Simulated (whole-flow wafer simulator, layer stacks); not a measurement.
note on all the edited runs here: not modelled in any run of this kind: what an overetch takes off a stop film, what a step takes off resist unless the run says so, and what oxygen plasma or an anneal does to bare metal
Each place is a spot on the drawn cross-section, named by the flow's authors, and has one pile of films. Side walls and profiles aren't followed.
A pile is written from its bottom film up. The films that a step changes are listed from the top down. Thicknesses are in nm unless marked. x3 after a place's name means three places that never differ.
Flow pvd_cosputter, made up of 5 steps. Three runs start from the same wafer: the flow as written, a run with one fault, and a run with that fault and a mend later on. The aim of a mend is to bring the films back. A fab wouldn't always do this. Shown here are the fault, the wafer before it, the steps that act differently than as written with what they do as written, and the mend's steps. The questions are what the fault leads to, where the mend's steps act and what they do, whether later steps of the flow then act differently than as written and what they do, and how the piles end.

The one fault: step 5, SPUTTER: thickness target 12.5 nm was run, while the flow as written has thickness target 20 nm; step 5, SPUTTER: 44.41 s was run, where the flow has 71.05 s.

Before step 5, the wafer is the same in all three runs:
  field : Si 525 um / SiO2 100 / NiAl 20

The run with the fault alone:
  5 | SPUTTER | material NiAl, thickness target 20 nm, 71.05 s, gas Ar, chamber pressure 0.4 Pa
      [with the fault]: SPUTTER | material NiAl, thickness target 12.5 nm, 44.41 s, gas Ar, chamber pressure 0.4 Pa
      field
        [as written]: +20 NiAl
        [with the fault]: +12.5 NiAl
  None of the later steps of the flow acts differently than as written at any place that is followed.
  By the end, the piles at field depart from the flow's by more than 2% or 0.5 nm, whichever is larger.
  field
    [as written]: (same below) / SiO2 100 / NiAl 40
    [with the fault]: (same below) / SiO2 100 / NiAl 32.5

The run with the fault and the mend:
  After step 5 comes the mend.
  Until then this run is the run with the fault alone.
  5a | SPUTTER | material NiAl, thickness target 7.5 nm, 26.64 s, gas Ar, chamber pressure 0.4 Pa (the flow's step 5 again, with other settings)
      field
        +7.5 NiAl
  None of the later steps of the flow acts differently than as written at any place that is followed.
  At every place that both follow, the piles at the end match the flow's.
